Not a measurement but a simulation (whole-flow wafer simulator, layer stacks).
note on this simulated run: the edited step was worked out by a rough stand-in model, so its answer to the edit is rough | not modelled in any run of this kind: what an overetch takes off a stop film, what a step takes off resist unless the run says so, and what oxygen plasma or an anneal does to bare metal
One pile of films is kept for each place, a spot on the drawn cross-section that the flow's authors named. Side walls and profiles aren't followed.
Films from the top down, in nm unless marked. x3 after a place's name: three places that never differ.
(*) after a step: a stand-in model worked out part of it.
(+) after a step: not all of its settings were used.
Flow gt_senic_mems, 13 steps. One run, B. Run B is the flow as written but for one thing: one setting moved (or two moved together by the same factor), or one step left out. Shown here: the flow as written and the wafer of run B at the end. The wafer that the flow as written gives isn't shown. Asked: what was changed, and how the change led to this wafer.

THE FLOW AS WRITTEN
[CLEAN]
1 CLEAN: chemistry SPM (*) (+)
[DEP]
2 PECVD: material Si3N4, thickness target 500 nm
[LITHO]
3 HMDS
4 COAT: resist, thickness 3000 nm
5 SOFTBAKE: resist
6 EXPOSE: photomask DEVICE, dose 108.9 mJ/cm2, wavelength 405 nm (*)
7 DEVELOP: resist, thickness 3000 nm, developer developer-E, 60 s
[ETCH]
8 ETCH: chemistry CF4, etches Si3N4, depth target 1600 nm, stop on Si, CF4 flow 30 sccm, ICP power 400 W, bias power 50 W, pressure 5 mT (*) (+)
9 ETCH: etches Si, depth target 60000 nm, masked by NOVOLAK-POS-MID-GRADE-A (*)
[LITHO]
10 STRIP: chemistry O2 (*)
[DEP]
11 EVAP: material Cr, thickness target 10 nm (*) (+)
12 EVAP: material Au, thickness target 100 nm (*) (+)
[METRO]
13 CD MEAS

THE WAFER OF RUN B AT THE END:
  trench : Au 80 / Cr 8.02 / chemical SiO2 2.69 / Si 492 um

The cause: step 9, ETCH: depth target 33000 nm was run, where the flow has depth target 60000 nm.

How the change led to this, step by step:
  9 ETCH: etches Si, depth target 60000 nm, masked by NOVOLAK-POS-MID-GRADE-A (*)
      field: resist -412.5 (as written it would be: resist -750)
      trench: Si -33 um (as written it would be: Si -60 um)
  10 STRIP: chemistry O2 (*)
      field: resist -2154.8 (all of it) (as written it would be: resist -1817.3 (all of it))
  11 EVAP: material Cr, thickness target 10 nm (*) (+)
      trench: Cr +8.02 (new film) (as written it would be: Cr +6.45 (new film))
  12 EVAP: material Au, thickness target 100 nm (*) (+)
      trench: Au +80 (new film) (as written it would be: Au +64.1 (new film))
